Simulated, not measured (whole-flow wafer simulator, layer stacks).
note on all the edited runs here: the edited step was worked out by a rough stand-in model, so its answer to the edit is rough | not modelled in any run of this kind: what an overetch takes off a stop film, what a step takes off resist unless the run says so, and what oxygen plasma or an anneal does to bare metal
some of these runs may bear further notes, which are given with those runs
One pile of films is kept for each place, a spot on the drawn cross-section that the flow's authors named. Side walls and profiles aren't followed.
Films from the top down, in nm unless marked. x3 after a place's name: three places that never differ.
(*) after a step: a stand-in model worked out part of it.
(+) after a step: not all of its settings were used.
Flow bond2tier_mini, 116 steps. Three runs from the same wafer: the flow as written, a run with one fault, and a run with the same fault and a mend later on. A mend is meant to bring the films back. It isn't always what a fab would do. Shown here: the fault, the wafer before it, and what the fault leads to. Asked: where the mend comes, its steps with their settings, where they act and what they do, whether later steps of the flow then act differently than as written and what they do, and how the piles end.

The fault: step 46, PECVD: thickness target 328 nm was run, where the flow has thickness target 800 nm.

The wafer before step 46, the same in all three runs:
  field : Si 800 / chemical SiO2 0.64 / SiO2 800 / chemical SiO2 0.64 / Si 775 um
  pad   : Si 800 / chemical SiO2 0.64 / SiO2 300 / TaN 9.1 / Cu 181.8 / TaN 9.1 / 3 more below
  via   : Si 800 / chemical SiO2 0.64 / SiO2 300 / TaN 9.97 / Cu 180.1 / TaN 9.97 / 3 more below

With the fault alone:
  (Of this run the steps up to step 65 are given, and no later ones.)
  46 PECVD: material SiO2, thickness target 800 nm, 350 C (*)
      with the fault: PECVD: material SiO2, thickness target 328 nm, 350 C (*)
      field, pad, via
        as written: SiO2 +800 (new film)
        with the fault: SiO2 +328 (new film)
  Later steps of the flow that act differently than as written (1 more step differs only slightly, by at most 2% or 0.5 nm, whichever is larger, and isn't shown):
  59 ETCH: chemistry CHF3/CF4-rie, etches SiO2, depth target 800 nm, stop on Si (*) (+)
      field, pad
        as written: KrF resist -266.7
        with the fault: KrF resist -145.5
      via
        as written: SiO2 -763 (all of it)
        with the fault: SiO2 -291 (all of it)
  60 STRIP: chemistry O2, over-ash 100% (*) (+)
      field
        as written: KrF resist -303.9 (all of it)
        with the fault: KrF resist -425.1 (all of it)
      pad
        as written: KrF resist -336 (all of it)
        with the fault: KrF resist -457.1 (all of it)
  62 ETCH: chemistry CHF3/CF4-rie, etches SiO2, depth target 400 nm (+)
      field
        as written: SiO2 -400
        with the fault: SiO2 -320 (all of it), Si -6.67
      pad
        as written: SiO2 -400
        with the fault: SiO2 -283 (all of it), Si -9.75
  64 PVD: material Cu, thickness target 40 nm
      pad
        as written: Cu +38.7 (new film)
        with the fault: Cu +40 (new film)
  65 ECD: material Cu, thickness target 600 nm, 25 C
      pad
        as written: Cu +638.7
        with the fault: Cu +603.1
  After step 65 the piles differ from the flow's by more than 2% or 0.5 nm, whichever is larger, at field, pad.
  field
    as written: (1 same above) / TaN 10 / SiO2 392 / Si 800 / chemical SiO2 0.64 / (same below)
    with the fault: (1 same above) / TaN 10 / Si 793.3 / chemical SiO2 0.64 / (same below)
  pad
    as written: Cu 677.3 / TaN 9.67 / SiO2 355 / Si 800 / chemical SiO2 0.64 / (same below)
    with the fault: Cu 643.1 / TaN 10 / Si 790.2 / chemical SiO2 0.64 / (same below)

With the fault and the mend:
  The mend comes after step 46.
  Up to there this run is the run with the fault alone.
  46a PECVD: material SiO2, thickness target 472 nm, 350 C (*) (the flow's step 46 once more, with other settings)
      field, pad, via
        SiO2 +472
  No later step of the flow acts differently than as written at any place that is followed.
  At the end the piles are the same as the flow's at every place that both follow.
